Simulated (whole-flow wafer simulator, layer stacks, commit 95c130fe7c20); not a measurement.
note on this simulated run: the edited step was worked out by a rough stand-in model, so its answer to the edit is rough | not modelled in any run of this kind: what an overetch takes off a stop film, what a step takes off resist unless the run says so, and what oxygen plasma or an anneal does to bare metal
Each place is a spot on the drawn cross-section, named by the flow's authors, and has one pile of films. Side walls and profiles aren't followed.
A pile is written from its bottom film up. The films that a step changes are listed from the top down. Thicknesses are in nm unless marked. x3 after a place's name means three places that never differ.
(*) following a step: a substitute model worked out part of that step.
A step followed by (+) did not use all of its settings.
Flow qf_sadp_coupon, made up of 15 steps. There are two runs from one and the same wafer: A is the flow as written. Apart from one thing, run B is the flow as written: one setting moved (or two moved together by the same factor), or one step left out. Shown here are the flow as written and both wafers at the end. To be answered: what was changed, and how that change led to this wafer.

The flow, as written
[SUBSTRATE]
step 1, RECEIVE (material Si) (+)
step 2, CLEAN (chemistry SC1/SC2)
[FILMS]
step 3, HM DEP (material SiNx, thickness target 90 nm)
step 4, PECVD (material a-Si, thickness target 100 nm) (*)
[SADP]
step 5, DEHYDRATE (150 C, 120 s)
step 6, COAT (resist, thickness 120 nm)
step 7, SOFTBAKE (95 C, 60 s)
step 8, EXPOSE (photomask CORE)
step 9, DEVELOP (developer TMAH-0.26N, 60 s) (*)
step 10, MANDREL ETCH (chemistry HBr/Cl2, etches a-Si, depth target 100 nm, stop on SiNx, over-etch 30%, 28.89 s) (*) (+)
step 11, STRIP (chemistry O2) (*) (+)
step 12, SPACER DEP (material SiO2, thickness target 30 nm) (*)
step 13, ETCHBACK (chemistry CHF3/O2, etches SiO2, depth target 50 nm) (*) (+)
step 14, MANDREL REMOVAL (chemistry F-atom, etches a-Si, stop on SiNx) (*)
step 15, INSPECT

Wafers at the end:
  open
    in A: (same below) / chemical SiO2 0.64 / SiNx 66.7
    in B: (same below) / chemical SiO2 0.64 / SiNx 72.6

What caused this: step 13, ETCHBACK: depth target 43.8 nm was run, while the flow as written has depth target 50 nm.

Step by step, how the change led to this:
  step 13, ETCHBACK (chemistry CHF3/O2, etches SiO2, depth target 50 nm) (*) (+)
      m: A SiO2 loses 30 (all of it), chemical SiO2 loses 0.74 (all of it), a-Si loses 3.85 | B SiO2 loses 30 (all of it), chemical SiO2 loses 0.74 (all of it), a-Si loses 2.61
      open: A SiO2 loses 30 (all of it), SiNx loses 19 | B SiO2 loses 30 (all of it), SiNx loses 13.1
